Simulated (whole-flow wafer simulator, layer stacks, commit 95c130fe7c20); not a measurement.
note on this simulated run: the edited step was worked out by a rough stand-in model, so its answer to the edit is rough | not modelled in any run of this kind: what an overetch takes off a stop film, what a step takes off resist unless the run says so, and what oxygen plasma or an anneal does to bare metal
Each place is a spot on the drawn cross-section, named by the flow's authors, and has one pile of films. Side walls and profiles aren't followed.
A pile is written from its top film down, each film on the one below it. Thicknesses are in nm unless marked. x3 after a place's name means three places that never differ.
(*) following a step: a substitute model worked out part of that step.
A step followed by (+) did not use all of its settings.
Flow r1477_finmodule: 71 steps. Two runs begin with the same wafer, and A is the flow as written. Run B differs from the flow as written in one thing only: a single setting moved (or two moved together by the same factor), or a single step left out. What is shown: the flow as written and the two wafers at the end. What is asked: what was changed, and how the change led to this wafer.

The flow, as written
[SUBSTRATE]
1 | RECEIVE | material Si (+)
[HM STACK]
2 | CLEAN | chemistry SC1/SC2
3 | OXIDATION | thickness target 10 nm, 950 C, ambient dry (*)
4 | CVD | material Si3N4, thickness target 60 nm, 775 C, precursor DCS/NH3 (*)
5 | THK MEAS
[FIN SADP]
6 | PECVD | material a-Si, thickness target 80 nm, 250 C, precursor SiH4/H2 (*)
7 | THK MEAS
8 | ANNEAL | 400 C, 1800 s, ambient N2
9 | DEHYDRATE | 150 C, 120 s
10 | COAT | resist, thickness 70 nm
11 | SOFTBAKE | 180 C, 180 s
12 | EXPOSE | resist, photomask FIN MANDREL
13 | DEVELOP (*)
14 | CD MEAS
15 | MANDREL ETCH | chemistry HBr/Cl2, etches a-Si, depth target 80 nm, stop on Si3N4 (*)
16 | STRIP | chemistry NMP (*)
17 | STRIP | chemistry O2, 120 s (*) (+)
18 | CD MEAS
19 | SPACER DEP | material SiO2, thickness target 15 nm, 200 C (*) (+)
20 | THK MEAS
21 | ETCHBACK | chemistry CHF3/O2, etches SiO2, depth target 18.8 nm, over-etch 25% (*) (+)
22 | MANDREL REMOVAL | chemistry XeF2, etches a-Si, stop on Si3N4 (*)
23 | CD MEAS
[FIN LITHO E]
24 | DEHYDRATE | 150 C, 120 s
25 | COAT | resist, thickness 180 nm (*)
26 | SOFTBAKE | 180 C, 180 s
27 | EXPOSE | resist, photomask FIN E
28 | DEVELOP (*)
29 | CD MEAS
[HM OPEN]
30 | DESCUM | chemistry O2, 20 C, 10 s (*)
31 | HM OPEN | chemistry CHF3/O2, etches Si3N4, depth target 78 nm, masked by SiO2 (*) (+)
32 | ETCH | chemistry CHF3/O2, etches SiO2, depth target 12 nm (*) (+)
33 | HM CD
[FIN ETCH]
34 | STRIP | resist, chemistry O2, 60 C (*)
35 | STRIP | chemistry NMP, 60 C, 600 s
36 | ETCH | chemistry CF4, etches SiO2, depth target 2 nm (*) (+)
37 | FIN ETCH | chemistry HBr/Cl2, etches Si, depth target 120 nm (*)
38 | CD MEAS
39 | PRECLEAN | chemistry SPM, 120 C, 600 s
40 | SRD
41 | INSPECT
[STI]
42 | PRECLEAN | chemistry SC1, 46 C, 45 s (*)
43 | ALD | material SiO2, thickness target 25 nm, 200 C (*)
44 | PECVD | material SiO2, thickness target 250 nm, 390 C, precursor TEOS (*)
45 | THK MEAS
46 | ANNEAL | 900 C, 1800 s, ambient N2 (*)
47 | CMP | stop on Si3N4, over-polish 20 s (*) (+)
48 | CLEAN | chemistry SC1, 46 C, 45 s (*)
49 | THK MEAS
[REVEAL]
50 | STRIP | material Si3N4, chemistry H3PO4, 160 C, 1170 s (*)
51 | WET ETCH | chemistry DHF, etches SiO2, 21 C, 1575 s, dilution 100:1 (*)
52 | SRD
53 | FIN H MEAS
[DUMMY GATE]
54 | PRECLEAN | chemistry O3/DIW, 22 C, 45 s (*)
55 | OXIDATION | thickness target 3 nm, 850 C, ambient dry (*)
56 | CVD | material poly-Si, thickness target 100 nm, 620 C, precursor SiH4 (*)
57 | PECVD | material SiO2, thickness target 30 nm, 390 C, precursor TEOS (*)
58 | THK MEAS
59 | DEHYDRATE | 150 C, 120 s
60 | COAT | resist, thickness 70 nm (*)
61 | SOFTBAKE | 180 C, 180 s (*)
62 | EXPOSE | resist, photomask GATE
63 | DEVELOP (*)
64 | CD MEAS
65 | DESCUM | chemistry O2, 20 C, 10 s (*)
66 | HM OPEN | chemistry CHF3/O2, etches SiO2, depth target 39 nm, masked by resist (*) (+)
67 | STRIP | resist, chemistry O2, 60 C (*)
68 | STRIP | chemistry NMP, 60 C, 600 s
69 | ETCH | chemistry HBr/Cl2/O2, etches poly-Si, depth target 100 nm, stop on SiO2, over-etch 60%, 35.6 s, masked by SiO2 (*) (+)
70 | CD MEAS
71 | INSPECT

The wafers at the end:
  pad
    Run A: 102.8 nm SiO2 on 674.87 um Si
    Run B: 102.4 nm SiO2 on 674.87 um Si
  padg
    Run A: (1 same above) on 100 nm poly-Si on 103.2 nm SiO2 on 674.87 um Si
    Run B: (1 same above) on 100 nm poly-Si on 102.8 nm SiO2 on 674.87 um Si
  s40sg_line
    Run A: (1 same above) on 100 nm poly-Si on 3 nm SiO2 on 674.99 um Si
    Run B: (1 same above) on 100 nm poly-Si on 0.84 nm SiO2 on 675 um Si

The reason: step 55, OXIDATION: 744 C was run, whereas the flow has 850 C.

How this came from the change, step by step:
  55 | OXIDATION | thickness target 3 nm, 850 C, ambient dry (*)
      s40sg_line, s45sg_line, s50sg_line, s40so_line, s45so_line, s50so_line: A SiO2 gains 3 (new film), chemical SiO2 loses 0.84 (all of it), Si loses 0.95 | B SiO2 gains 0.84 (new film), chemical SiO2 loses 0.84 (all of it)
  67 | STRIP | resist, chemistry O2, 60 C (*)
      s40sg, s45sg: A resist loses 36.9 (all of it) | B resist loses 36 (all of it)
      s50sg: A resist loses 36.8 (all of it) | B resist loses 35.9 (all of it)
